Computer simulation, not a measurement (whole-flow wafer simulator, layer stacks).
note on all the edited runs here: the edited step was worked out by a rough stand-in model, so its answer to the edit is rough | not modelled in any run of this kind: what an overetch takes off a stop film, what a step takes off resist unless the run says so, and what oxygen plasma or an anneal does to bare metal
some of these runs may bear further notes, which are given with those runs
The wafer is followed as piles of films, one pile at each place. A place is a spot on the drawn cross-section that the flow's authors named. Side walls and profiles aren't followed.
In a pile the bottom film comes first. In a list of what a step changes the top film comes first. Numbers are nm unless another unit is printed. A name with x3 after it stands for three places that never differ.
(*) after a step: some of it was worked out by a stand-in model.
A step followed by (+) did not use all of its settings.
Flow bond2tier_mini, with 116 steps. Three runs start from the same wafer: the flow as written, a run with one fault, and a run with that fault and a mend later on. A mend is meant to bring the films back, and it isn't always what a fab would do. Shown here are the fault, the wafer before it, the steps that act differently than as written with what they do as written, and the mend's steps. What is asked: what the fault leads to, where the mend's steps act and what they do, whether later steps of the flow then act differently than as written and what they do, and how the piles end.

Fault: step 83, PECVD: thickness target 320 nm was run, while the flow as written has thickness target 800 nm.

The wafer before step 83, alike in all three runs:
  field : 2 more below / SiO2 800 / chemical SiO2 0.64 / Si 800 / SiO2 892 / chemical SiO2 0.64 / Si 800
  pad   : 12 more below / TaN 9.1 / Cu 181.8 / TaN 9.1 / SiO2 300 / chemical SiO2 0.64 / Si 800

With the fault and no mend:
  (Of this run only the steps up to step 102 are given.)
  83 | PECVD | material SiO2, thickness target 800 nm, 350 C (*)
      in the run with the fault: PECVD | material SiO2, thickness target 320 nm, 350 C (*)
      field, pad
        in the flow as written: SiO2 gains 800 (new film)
        in the run with the fault: SiO2 gains 320 (new film)
  Later steps of the flow acting differently than as written (1 more step, not shown, differs only slightly: by at most 2% or 0.5 nm, whichever is larger):
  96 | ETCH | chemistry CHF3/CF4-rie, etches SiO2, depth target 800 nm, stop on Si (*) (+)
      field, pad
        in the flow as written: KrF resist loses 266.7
        in the run with the fault: KrF resist loses 141.5
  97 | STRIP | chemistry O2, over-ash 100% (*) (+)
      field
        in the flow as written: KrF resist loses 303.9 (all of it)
        in the run with the fault: KrF resist loses 429.1 (all of it)
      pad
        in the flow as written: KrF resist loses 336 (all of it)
        in the run with the fault: KrF resist loses 461.1 (all of it)
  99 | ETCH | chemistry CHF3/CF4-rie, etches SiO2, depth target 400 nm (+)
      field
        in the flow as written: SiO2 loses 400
        in the run with the fault: SiO2 loses 312 (all of it), Si loses 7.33
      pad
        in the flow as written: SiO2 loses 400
        in the run with the fault: SiO2 loses 275 (all of it), Si loses 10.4
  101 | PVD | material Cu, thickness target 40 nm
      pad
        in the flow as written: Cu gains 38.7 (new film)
        in the run with the fault: Cu gains 40 (new film)
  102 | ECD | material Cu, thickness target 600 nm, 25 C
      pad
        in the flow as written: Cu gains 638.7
        in the run with the fault: Cu gains 603.1
  Once step 102 is done, the piles at field, pad depart from the flow's by more than 2% or 0.5 nm, whichever is larger.
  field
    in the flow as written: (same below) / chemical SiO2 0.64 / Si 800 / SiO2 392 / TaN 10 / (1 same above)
    in the run with the fault: (same below) / chemical SiO2 0.64 / Si 792.7 / TaN 10 / (1 same above)
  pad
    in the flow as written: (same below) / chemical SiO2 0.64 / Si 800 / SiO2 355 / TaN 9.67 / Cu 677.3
    in the run with the fault: (same below) / chemical SiO2 0.64 / Si 789.6 / TaN 10 / Cu 643.1

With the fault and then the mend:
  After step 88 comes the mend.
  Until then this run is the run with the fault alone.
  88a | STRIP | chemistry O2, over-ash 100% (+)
      field
        KrF resist loses 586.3 (all of it)
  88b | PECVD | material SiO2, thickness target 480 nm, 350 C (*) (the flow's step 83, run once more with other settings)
      field, pad
        SiO2 gains 480
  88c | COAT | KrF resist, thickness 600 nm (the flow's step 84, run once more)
      field, pad
        KrF resist gains 600 (new film)
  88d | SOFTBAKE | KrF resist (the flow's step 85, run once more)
      leaves every film unchanged at each place that is followed
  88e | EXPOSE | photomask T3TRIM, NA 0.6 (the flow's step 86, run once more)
      leaves every film unchanged at each place that is followed
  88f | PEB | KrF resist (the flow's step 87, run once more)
      leaves every film unchanged at each place that is followed
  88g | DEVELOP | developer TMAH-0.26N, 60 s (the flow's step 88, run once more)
      field
        KrF resist loses 13.7
      pad
        KrF resist loses 600 (all of it)
  Every later step of the flow that is run acts as written at every place that is followed.
  At every place that both follow, the piles at the end match the flow's.
